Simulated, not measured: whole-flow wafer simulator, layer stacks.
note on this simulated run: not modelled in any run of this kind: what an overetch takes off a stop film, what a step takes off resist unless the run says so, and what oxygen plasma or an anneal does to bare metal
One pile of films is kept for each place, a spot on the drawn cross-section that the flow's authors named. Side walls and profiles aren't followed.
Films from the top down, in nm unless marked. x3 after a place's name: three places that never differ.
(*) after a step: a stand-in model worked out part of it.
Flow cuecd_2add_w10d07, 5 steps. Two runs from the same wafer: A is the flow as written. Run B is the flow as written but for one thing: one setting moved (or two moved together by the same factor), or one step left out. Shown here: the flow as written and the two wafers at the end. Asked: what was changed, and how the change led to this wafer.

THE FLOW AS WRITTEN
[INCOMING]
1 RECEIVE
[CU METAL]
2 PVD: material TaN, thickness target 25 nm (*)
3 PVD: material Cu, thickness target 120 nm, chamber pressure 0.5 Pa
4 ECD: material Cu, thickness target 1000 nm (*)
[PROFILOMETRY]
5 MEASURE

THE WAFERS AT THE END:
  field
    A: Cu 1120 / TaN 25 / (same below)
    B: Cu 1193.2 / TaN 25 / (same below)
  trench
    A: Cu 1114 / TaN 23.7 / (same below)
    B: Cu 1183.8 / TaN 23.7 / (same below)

The cause: step 3, PVD: thickness target 193.2 nm was run, where the flow has thickness target 120 nm.

How the change led to this, step by step:
  3 PVD: material Cu, thickness target 120 nm, chamber pressure 0.5 Pa
      field: A Cu +120 (new film) | B Cu +193.2 (new film)
      trench: A Cu +114 (new film) | B Cu +183.8 (new film)
